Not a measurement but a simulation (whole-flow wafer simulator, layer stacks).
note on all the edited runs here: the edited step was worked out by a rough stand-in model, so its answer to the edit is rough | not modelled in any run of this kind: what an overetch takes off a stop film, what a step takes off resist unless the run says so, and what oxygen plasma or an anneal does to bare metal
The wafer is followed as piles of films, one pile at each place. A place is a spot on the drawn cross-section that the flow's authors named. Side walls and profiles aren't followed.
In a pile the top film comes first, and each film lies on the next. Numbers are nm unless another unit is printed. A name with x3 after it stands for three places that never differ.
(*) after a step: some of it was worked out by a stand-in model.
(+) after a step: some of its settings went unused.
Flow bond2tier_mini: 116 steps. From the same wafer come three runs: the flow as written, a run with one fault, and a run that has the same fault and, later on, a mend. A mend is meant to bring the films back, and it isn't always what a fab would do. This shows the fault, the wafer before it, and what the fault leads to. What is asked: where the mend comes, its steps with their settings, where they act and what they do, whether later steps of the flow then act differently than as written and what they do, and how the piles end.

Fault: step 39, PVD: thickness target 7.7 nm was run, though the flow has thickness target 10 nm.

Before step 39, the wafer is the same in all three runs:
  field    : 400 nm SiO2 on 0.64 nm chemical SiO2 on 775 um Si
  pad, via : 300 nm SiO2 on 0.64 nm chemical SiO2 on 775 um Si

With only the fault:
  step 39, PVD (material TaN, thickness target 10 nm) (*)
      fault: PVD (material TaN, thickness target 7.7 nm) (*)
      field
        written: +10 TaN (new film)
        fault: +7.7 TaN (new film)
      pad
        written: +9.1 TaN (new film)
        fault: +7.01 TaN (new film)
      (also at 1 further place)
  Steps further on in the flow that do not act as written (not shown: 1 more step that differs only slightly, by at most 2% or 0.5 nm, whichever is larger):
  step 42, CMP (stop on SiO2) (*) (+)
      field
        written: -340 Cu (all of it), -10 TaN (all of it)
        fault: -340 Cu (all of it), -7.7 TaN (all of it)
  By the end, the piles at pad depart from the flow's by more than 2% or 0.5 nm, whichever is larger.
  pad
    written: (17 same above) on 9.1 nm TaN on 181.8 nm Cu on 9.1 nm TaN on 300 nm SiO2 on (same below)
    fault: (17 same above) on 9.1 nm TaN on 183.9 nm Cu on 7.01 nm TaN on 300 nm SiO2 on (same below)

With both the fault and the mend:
  After step 39 comes the mend.
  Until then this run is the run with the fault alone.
  step 39a, PVD (material TaN, thickness target 2.3 nm) (*) (a further turn of the flow's step 39, with different settings)
      field
        +2.3 TaN
      pad
        +2.09 TaN
      via
        +2.29 TaN
  Later steps of the flow that are run all act as written at every place that is followed.
  At every place that both follow, the piles at the end match the flow's.
